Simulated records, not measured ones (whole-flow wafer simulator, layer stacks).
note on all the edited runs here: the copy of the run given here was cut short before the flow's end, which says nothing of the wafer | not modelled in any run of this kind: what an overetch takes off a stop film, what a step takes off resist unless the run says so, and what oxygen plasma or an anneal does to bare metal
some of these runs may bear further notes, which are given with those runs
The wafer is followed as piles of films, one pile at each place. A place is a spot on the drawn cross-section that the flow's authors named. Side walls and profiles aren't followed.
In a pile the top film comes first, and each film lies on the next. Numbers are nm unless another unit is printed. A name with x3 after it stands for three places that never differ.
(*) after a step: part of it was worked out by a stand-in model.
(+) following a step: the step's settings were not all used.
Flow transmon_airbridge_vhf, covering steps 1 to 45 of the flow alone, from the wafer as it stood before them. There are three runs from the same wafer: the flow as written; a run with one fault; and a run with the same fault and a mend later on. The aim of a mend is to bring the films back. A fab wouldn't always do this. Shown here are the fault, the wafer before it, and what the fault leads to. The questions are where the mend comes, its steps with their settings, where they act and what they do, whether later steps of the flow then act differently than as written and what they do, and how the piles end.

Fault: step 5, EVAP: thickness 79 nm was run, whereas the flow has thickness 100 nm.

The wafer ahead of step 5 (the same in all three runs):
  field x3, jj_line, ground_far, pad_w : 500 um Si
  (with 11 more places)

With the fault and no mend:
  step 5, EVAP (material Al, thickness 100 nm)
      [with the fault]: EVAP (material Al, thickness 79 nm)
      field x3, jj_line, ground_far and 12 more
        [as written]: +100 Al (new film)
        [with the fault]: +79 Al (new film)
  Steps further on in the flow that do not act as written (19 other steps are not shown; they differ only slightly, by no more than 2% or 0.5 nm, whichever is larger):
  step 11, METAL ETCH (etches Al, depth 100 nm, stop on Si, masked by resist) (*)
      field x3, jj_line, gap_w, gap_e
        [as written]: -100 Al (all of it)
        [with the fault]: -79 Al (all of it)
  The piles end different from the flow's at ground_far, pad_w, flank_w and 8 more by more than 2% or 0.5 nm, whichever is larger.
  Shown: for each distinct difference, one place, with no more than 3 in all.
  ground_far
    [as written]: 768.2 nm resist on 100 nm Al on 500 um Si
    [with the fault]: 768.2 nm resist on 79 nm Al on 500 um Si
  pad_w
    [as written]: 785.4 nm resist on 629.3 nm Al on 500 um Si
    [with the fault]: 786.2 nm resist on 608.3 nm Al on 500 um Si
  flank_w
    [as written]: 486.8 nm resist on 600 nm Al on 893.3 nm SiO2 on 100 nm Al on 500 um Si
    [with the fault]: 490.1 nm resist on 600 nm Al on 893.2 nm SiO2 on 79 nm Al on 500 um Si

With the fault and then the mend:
  The mend follows step 10.
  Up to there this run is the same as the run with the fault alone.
  step 10a, STRIP (i-line resist, 80 C, 600 s) (+)
      ground_far, pad_w, flank_w and 8 more
        -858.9 i-line resist (all of it)
  step 10b, EVAP (material Al, thickness 21 nm) (a further turn of the flow's step 5, with different settings)
      field x3, jj_line, ground_far and 12 more
        +21 Al
  step 10c, COAT (i-line resist, thickness 900 nm) (a further turn of the flow's step 6)
      field x3, jj_line, ground_far and 12 more
        +900 i-line resist (new film)
  step 10d, SOFTBAKE (i-line resist, 90 C, 90 s) (a further turn of the flow's step 7)
      leaves every film unchanged at each place that is followed
  step 10e, EXPOSE (i-line resist, thickness 900 nm, photomask AB CPW, dose 155.4 mJ/cm2, NA 0.45, wavelength 365 nm) (*) (a further turn of the flow's step 8)
      leaves every film unchanged at each place that is followed
  step 10f, PEB (i-line resist, 110 C, 60 s) (a further turn of the flow's step 9)
      field x3, jj_line, ground_far and 12 more
        -41 i-line resist
  step 10g, DEVELOP (i-line resist, thickness 900 nm, developer developer-B, 60 s) (a further turn of the flow's step 10)
      ground_far, pad_w, flank_w and 8 more
        -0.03 i-line resist
      field x3, jj_line, gap_w, gap_e
        -859 i-line resist (all of it)
  Every later step of the flow that is run acts as written at every place that is followed.
  At every place that both follow, the piles at the end match the flow's.
